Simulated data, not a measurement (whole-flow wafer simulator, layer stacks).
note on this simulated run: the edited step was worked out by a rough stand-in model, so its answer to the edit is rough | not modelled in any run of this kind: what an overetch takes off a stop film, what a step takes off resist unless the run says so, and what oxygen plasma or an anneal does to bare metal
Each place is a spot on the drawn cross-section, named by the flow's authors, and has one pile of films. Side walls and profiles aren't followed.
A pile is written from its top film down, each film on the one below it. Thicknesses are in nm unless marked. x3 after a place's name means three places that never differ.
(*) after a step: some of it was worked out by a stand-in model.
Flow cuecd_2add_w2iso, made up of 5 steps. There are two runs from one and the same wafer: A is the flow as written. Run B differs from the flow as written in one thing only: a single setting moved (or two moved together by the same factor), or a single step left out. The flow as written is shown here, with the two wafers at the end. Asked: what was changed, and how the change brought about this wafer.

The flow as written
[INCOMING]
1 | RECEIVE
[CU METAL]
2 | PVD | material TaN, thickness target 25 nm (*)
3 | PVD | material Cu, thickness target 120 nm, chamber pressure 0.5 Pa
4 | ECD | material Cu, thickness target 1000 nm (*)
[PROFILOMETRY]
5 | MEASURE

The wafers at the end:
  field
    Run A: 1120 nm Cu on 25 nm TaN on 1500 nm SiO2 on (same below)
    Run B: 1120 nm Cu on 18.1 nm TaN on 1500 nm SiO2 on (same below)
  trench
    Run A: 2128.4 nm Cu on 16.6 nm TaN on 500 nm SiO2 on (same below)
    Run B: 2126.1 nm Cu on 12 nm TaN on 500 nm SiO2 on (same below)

Cause: step 2, PVD: thickness target 18.1 nm was run, though the flow has thickness target 25 nm.
The wafer lets one read it off: field has TaN 18.1, and step 2 as written asks for 25 nm.

Step by step, how the change led to this:
  2 | PVD | material TaN, thickness target 25 nm (*)
      field: A +25 TaN (new film) | B +18.1 TaN (new film)
      trench: A +16.6 TaN (new film) | B +12 TaN (new film)
